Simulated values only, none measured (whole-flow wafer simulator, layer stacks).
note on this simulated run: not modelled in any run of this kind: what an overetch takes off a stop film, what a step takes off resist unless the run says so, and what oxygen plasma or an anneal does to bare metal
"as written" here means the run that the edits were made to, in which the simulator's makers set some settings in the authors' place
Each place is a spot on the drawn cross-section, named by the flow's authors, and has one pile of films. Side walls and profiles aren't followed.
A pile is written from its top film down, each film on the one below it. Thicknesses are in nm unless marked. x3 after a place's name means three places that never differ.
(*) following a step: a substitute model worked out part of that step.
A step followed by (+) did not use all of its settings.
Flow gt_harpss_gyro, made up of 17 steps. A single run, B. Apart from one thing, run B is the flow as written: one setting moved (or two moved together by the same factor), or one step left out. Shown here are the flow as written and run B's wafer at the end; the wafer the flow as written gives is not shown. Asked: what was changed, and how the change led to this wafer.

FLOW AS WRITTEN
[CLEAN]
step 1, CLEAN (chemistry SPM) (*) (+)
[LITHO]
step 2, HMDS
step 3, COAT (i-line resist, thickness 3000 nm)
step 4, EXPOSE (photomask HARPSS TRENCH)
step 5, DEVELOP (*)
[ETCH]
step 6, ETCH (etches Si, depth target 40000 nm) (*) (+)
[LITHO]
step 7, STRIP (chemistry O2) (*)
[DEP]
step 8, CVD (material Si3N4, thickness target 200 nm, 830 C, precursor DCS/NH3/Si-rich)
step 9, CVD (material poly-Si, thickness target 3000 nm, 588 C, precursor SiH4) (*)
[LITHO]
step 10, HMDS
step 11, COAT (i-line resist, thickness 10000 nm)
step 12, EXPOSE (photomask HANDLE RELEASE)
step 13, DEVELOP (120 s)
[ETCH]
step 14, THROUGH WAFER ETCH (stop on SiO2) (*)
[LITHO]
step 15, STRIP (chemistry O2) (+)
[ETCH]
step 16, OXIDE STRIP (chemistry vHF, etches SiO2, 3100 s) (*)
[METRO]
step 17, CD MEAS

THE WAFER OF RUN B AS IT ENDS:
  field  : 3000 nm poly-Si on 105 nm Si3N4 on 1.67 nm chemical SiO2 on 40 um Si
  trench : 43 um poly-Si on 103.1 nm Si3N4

Cause: step 8, CVD: thickness target 105 nm was run, though the flow has thickness target 200 nm.
One can read it off the wafer: field has Si3N4 105, and step 8 as written asks for 200 nm.

How this came from the change, step by step:
  step 8, CVD (material Si3N4, thickness target 200 nm, 830 C, precursor DCS/NH3/Si-rich)
      field: +105 Si3N4 (new film) (as written it would have been: +200 Si3N4 (new film))
      trench: +103.1 Si3N4 (new film) (as written it would have been: +195.9 Si3N4 (new film))
  step 9, CVD (material poly-Si, thickness target 3000 nm, 588 C, precursor SiH4) (*)
      trench: +43 um poly-Si (new film) (as written it would have been: +43.01 um poly-Si (new film))
